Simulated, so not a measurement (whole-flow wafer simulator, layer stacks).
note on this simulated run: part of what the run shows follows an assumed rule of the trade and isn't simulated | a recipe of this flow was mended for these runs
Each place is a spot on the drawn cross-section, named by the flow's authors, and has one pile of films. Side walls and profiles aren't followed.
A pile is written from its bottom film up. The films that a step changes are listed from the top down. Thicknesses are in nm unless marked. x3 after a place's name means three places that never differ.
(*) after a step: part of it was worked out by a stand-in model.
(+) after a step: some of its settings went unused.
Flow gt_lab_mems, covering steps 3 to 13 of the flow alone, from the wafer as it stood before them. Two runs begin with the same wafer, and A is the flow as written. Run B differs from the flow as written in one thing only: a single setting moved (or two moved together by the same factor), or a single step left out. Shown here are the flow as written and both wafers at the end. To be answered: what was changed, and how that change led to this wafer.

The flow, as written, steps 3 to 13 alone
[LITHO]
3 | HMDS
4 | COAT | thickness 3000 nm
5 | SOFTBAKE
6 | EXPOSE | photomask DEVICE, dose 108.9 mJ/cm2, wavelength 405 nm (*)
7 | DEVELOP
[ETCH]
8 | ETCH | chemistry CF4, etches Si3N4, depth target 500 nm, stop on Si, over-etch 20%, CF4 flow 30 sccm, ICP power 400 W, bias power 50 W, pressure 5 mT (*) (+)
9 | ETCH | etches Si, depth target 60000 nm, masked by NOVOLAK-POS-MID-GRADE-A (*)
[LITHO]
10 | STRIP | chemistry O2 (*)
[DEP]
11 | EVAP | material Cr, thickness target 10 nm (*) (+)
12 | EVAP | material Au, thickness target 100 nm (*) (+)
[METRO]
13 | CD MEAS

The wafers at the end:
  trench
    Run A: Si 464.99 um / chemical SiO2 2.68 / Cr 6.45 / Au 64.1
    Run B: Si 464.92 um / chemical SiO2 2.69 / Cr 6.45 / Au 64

The reason: step 4, COAT: thickness 3720 nm was run, while the flow as written has thickness 3000 nm; step 8, ETCH: depth target 620 nm was run, where the flow has depth target 500 nm.

The path from the change to this, step by step:
  4 | COAT | thickness 3000 nm
      field, trench: A +3000 g/i-line-resist (new film) | B +3720 g/i-line-resist (new film)
  7 | DEVELOP
      trench: A -3000 g/i-line-resist (all of it) | B -3720 g/i-line-resist (all of it)
  8 | ETCH | chemistry CF4, etches Si3N4, depth target 500 nm, stop on Si, over-etch 20%, CF4 flow 30 sccm, ICP power 400 W, bias power 50 W, pressure 5 mT (*) (+)
      field: A -400 g/i-line-resist | B -496 g/i-line-resist
      trench: A -500 Si3N4 (all of it), -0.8 chemical SiO2 (all of it), -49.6 Si | B -500 Si3N4 (all of it), -0.8 chemical SiO2 (all of it), -121.6 Si
  10 | STRIP | chemistry O2 (*)
      field: A -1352 g/i-line-resist (all of it) | B -1976 g/i-line-resist (all of it)
